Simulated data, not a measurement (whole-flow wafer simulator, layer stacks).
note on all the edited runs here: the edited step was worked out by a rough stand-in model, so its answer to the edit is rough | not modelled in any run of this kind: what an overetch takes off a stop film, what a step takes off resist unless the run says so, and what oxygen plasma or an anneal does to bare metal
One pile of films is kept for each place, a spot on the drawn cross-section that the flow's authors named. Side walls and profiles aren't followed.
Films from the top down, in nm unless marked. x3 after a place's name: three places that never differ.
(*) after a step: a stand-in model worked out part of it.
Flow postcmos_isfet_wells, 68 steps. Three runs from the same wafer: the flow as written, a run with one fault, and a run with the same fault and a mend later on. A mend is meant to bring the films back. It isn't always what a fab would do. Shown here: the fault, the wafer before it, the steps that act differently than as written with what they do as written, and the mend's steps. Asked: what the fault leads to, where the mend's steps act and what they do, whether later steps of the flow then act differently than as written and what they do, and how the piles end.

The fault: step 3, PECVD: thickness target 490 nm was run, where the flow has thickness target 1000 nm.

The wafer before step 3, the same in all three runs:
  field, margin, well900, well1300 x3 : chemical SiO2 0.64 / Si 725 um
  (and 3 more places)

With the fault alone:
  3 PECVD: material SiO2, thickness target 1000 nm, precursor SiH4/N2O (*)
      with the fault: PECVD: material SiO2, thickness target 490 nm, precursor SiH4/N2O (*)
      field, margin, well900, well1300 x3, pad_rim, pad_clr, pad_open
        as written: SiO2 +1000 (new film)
        with the fault: SiO2 +490 (new film)
  No later step of the flow acts differently than as written at any place that is followed.
  At the end the piles differ from the flow's by more than 2% or 0.5 nm, whichever is larger, at field, margin, well900, well1300 x3, pad_rim, pad_clr, pad_open.
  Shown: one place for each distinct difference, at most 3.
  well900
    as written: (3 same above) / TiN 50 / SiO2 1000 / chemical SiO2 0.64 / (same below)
    with the fault: (3 same above) / TiN 50 / SiO2 490 / chemical SiO2 0.64 / (same below)
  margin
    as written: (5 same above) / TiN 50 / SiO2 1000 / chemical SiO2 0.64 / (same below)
    with the fault: (5 same above) / TiN 50 / SiO2 490 / chemical SiO2 0.64 / (same below)
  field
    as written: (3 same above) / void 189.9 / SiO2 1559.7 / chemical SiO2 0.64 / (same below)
    with the fault: (3 same above) / void 189.9 / SiO2 1049.7 / chemical SiO2 0.64 / (same below)

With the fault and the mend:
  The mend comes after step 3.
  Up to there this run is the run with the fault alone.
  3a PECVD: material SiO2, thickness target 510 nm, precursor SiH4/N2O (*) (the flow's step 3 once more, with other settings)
      field, margin, well900, well1300 x3, pad_rim, pad_clr, pad_open
        SiO2 +510
  No later step of the flow acts differently than as written at any place that is followed.
  At the end the piles are the same as the flow's at every place that both follow.
